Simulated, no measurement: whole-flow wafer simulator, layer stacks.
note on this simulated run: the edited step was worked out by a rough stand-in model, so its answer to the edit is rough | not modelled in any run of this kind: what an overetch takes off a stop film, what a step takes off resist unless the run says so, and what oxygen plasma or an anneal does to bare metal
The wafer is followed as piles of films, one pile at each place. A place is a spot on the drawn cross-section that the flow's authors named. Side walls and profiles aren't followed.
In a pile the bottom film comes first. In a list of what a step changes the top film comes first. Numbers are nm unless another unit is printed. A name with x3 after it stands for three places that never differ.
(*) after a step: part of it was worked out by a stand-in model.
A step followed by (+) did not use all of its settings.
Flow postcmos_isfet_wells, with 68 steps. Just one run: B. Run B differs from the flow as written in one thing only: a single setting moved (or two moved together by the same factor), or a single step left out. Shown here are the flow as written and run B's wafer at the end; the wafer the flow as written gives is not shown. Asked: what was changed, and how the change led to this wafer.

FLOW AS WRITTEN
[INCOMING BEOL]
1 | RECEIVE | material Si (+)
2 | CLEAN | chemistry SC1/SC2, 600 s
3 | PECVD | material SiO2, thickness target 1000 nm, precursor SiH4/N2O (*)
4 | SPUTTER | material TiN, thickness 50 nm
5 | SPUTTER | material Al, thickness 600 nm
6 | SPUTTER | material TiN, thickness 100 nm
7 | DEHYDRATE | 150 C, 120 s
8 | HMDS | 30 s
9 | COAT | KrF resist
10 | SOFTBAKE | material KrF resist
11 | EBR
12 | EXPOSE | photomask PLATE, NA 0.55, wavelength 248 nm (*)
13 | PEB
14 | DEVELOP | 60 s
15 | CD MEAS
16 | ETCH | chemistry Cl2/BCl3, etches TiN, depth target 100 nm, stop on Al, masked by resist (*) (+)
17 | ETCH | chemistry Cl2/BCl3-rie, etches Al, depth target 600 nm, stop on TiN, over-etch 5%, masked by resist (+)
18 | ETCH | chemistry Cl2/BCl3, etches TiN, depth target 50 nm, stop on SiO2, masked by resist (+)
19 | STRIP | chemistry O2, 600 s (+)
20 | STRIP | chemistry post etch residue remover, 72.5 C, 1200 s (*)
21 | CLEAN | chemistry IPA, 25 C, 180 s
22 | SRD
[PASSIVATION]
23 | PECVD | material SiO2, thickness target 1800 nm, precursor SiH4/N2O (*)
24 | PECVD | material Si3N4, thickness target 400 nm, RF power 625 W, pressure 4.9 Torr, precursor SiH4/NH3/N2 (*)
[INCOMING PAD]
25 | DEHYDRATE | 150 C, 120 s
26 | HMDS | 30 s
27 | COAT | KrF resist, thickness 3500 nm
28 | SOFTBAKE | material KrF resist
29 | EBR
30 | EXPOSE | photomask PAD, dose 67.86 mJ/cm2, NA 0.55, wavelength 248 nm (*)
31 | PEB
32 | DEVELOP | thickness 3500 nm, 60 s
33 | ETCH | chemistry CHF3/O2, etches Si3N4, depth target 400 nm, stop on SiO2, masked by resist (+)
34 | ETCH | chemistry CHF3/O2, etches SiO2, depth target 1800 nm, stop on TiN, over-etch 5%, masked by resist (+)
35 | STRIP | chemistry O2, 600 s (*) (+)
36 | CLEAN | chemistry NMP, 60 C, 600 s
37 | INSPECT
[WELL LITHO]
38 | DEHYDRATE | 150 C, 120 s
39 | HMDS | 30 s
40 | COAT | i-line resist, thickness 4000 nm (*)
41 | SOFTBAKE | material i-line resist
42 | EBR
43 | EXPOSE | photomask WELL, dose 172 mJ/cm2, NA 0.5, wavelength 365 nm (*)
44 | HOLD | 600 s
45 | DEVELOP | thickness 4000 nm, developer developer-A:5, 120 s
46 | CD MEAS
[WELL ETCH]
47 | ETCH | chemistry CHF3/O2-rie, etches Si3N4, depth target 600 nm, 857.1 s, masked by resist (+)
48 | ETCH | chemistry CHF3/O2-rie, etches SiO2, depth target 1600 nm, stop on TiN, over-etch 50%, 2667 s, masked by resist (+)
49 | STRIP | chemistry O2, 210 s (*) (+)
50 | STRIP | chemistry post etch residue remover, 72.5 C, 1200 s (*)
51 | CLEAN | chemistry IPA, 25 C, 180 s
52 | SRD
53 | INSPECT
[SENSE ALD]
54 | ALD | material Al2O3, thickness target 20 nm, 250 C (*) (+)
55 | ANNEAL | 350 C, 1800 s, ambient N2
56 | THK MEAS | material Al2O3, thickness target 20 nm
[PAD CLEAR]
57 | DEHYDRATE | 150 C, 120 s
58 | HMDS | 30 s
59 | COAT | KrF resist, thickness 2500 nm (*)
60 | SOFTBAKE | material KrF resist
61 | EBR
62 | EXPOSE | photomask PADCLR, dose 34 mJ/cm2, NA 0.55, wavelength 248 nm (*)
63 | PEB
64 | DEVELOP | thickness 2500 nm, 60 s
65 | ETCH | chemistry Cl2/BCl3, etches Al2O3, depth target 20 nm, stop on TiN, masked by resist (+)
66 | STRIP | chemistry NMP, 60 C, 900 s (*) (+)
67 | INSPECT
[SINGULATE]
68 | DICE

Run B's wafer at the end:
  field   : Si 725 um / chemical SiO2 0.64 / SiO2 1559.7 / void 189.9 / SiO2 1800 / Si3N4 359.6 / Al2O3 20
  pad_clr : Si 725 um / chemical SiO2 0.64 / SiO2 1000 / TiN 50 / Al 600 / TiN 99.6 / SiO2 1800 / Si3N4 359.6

The reason: step 24, PECVD: thickness target 360 nm was run, though the flow has thickness target 400 nm.

How this came from the change, step by step:
  24 | PECVD | material Si3N4, thickness target 400 nm, RF power 625 W, pressure 4.9 Torr, precursor SiH4/NH3/N2 (*)
      field, margin, well900, well1300 x3, pad_rim, pad_clr, pad_open: +360 Si3N4 (new film) (as written it would have been: +400 Si3N4 (new film))
  33 | ETCH | chemistry CHF3/O2, etches Si3N4, depth target 400 nm, stop on SiO2, masked by resist (+)
      pad_open: -360 Si3N4 (all of it) (as written it would have been: -400 Si3N4 (all of it))
  41 | SOFTBAKE | material i-line resist
      pad_clr: -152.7 i-line resist (as written it would have been: -156.7 i-line resist)
  47 | ETCH | chemistry CHF3/O2-rie, etches Si3N4, depth target 600 nm, 857.1 s, masked by resist (+)
      well900, well1300 x3: -360 Si3N4 (all of it), -240 SiO2 (as written it would have been: -400 Si3N4 (all of it), -200 SiO2)
  48 | ETCH | chemistry CHF3/O2-rie, etches SiO2, depth target 1600 nm, stop on TiN, over-etch 50%, 2667 s, masked by resist (+)
      well900, well1300 x3: -1560 SiO2 (all of it) (as written it would have been: -1600 SiO2 (all of it))
